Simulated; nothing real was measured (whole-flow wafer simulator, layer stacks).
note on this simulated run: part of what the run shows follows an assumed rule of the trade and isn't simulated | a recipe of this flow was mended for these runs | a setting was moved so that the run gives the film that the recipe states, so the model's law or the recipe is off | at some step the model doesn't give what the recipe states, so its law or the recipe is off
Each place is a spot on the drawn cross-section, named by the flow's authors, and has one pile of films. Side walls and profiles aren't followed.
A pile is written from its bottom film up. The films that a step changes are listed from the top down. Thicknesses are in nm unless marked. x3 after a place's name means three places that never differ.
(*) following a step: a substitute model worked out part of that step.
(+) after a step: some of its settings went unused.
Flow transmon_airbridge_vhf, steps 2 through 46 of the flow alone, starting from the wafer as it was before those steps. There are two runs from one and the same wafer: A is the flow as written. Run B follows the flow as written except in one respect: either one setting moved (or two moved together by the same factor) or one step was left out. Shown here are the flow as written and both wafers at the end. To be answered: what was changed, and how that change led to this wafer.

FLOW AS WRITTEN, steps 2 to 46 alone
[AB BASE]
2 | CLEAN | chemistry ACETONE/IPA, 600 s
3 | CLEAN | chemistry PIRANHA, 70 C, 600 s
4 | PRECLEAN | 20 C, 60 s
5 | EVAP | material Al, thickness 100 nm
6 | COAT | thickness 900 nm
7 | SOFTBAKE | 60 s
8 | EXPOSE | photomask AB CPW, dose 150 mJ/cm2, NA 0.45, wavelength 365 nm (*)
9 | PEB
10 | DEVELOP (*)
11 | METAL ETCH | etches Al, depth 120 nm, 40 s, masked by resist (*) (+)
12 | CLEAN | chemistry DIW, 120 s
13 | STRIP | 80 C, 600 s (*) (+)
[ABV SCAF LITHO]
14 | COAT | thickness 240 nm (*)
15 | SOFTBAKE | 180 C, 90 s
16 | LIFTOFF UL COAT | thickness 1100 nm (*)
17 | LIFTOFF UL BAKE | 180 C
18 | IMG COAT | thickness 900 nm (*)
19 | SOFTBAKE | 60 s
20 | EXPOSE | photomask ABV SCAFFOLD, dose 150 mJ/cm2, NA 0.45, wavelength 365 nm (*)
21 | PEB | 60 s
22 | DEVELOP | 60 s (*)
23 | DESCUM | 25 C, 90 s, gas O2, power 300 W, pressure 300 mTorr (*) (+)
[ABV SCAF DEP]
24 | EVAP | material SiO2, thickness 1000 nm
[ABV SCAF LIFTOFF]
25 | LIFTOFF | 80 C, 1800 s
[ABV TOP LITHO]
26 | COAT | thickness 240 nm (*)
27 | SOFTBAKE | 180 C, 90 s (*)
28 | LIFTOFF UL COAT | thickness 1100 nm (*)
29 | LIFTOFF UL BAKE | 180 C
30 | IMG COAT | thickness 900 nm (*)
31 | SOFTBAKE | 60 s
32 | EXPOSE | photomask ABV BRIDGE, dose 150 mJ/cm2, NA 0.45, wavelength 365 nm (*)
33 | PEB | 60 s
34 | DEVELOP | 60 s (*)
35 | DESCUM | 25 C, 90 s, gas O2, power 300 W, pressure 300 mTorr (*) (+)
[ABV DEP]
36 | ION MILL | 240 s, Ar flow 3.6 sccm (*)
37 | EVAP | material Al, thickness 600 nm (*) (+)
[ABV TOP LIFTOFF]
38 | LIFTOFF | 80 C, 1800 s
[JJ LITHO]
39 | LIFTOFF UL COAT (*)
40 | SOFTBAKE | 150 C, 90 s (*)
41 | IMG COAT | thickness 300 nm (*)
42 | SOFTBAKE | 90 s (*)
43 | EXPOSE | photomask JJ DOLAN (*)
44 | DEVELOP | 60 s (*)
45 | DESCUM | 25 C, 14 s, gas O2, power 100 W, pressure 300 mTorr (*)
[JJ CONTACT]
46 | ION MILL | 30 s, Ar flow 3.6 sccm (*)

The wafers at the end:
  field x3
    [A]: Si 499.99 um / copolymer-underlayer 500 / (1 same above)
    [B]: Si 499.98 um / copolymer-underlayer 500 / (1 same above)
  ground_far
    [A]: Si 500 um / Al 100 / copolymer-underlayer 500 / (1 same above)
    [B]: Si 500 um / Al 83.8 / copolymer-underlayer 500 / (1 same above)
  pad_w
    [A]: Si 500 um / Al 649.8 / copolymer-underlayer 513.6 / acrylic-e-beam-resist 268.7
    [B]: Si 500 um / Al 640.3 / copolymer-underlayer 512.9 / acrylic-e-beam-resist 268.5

What caused this: step 5, EVAP: thickness 83.8 nm was run, while the flow as written has thickness 100 nm; step 36, ION MILL: 201 s was run, where the flow has 240 s.
One can read it off the wafer: ground_far has Al 83.8, and step 5 as written asks for 100 nm.

Step by step, how the change led to this:
  5 | EVAP | material Al, thickness 100 nm
      field x3, jj_line, ground_far and 12 more: A +100 Al (new film) | B +83.8 Al (new film)
  11 | METAL ETCH | etches Al, depth 120 nm, 40 s, masked by resist (*) (+)
      field x3, jj_line, gap_w, gap_e: A -86.7 Al (all of it), -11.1 Si | B -70.5 Al (all of it), -16.5 Si
  36 | ION MILL | 240 s, Ar flow 3.6 sccm (*)
      field x3, jj_line, ground_far, trace_open_s x2, margin_s, margin_n: A -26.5 i-line-resist | B -22.2 i-line-resist
      flank_w, gap_w, cpw_trace, gap_e, flank_e, bridge_strip: A -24 SiO2 | B -20.1 SiO2
      (also at 2 further places)
